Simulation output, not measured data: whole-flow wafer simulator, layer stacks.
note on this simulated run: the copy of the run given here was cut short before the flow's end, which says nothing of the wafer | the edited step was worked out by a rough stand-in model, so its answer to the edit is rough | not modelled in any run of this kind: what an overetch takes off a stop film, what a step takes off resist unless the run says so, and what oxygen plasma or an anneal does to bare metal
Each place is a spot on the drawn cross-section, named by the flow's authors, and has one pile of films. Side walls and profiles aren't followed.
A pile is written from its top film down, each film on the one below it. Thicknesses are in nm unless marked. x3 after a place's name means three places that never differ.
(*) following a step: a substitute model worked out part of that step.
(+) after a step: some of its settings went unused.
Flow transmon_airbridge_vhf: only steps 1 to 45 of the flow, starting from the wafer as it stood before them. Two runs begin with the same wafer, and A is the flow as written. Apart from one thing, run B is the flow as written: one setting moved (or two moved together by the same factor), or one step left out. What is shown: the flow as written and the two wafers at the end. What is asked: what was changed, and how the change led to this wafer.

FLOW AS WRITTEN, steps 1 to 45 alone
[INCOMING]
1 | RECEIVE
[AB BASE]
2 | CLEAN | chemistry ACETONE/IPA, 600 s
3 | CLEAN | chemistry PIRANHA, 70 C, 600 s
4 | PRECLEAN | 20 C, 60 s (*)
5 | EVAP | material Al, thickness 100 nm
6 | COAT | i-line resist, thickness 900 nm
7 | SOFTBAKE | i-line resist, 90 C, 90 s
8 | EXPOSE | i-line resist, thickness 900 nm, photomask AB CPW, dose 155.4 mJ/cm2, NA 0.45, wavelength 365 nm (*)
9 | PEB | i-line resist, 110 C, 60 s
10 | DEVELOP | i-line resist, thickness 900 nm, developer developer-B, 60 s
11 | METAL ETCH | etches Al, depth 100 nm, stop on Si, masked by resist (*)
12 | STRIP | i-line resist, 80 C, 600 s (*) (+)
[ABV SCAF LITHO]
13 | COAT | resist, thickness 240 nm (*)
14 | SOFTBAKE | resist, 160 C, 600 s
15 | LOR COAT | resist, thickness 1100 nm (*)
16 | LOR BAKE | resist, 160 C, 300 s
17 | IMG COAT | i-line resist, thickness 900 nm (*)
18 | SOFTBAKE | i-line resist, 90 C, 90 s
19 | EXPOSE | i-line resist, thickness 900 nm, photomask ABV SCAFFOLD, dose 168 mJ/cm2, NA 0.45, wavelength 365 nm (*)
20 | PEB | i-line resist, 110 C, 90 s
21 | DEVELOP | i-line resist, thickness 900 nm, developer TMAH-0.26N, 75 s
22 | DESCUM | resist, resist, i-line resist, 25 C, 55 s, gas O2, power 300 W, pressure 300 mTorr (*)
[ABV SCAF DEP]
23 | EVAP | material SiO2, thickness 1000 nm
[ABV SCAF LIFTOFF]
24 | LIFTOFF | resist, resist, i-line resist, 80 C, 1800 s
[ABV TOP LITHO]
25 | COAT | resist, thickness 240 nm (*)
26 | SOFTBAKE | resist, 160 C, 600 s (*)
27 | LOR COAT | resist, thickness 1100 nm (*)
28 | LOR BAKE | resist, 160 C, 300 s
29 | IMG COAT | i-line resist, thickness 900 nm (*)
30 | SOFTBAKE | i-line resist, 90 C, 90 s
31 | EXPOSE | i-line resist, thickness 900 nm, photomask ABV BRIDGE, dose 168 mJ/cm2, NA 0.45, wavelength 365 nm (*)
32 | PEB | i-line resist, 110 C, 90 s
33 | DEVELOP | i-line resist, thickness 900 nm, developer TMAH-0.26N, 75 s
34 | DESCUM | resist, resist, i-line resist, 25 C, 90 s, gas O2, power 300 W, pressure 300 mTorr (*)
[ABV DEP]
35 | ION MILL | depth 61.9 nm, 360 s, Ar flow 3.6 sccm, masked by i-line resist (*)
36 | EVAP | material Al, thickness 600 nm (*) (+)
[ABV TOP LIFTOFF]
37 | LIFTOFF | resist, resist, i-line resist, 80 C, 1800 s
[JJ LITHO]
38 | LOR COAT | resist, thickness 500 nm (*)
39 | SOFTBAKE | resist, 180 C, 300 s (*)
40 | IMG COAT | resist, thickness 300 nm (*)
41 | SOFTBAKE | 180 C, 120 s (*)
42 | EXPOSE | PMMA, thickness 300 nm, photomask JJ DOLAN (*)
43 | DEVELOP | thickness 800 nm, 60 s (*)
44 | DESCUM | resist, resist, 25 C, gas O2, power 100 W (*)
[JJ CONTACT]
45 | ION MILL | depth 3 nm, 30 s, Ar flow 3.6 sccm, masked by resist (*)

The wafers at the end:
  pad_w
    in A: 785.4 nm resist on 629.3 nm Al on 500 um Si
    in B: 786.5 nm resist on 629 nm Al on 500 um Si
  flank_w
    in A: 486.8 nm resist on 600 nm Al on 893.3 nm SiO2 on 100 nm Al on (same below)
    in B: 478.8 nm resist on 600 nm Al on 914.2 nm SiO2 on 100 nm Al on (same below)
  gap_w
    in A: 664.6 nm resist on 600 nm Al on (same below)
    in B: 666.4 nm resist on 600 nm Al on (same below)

The reason: step 15, LOR COAT: thickness 660 nm was run, though the flow has thickness 1100 nm.

How this came from the change, step by step:
  15 | LOR COAT | resist, thickness 1100 nm (*)
      field x3, jj_line, trace_open_s x2, margin_s, bridge_strip, margin_n: A +1100 resist | B +660 resist
      pad_w, pad_e: A +1090.9 resist | B +653.5 resist
      (also at 6 further places)
  21 | DEVELOP | i-line resist, thickness 900 nm, developer TMAH-0.26N, 75 s
      margin_s, bridge_strip, margin_n: A -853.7 i-line resist (all of it), -1100 resist | B -853.7 i-line resist (all of it), -660 resist
      flank_w, flank_e: A -860.9 i-line resist (all of it), -1086.4 resist | B -858.8 i-line resist (all of it), -648.3 resist
      (also at 3 further places)
  23 | EVAP | material SiO2, thickness 1000 nm
      flank_w, flank_e: A +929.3 SiO2 (new film) | B +950.1 SiO2 (new film)
  24 | LIFTOFF | resist, resist, i-line resist, 80 C, 1800 s
      field x3, jj_line, trace_open_s x2: A -1000 SiO2 (all of it), -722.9 i-line resist (all of it), -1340 resist (all of it) | B -1000 SiO2 (all of it), -722.9 i-line resist (all of it), -900 resist (all of it)
      pad_w, pad_e: A -1000 SiO2 (all of it), -718 i-line resist (all of it), -1330.2 resist (all of it) | B -1000 SiO2 (all of it), -716.1 i-line resist (all of it), -892.8 resist (all of it)
      (also at 1 further place)
  25 | COAT | resist, thickness 240 nm (*)
      flank_w, flank_e: A +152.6 resist (new film) | B +149 resist (new film)
  34 | DESCUM | resist, resist, i-line resist, 25 C, 90 s, gas O2, power 300 W, pressure 300 mTorr (*)
      flank_w, flank_e: A -152.6 resist (all of it) | B -149 resist (all of it)
